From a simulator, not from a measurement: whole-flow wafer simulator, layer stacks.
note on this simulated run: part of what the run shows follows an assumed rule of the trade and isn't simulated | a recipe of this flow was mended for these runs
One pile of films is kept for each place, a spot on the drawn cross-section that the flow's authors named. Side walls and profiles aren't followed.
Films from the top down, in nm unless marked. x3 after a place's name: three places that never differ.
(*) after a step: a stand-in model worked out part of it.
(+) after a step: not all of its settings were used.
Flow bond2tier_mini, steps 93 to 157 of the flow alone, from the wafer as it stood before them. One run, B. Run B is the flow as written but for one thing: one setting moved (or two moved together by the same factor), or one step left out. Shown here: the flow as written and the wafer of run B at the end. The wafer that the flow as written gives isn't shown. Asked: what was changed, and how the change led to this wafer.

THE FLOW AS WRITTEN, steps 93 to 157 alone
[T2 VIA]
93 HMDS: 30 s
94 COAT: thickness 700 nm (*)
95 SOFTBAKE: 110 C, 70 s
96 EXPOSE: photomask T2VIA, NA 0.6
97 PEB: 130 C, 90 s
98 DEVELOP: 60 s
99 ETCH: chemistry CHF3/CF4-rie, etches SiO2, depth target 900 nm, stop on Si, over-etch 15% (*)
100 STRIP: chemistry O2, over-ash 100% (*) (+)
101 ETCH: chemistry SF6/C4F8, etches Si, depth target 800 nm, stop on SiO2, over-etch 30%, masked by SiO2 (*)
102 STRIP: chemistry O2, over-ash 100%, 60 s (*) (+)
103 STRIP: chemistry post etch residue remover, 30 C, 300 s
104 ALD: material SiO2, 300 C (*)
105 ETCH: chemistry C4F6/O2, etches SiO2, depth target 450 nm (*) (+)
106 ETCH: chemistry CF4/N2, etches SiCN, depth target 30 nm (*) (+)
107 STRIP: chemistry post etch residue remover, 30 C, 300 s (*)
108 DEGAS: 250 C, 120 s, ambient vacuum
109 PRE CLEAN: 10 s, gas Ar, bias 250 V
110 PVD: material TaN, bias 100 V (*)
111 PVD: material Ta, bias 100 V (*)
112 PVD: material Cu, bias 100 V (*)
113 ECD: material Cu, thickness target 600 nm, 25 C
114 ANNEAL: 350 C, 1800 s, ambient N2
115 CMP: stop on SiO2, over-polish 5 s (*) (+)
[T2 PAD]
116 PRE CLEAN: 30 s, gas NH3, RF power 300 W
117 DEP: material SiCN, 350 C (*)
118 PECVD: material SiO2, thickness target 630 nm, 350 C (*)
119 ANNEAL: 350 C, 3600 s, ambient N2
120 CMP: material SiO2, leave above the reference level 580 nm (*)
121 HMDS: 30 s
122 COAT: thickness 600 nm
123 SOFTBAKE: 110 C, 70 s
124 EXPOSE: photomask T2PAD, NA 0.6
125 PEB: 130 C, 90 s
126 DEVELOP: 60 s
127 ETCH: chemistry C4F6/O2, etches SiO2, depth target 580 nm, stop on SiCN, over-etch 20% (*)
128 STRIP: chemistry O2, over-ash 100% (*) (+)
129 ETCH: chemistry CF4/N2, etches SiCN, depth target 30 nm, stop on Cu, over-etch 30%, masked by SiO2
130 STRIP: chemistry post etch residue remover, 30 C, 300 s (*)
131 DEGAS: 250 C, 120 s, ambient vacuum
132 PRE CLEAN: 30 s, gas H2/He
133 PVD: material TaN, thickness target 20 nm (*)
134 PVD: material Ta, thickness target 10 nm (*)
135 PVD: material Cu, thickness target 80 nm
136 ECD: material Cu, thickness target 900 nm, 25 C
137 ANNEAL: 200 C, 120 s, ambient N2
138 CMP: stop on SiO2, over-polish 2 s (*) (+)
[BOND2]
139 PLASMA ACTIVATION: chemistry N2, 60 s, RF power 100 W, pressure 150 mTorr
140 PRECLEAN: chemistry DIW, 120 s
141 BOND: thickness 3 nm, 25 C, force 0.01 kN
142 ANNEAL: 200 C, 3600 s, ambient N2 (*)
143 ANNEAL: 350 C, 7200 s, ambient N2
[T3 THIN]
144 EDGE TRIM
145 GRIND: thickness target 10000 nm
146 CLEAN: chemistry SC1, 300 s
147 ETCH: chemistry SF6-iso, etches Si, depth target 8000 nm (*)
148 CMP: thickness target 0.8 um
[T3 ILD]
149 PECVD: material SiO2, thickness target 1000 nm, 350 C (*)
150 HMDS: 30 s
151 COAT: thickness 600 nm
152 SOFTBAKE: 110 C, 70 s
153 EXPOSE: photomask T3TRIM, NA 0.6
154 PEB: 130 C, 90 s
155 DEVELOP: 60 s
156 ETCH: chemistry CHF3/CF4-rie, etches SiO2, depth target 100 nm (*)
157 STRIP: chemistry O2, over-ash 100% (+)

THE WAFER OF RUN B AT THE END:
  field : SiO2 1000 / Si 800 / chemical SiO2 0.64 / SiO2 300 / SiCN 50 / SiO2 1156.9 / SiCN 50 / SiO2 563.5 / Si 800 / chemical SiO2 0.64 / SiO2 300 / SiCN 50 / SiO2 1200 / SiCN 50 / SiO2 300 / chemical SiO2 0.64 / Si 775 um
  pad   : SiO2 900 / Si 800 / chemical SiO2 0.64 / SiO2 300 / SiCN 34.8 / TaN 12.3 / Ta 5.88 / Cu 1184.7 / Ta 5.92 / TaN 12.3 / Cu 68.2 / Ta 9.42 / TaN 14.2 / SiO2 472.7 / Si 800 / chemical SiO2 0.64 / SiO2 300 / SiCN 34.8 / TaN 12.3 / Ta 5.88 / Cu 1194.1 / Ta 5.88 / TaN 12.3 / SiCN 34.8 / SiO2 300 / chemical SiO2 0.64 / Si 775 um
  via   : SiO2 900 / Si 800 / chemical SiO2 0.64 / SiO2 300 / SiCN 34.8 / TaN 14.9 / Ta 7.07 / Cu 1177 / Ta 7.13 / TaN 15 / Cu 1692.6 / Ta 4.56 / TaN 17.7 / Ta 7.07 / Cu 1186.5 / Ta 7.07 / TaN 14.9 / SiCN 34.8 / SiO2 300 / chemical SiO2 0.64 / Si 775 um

The cause: step 106, ETCH: depth target 21 nm was run, where the flow has depth target 30 nm.

How the change led to this, step by step:
  106 ETCH: chemistry CF4/N2, etches SiCN, depth target 30 nm (*) (+)
      field, pad: SiO2 -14 (as written it would be: SiO2 -20)
      via: SiCN -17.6 (all of it), TaN -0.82 (as written it would be: SiCN -17.6 (all of it), TaN -3.01)
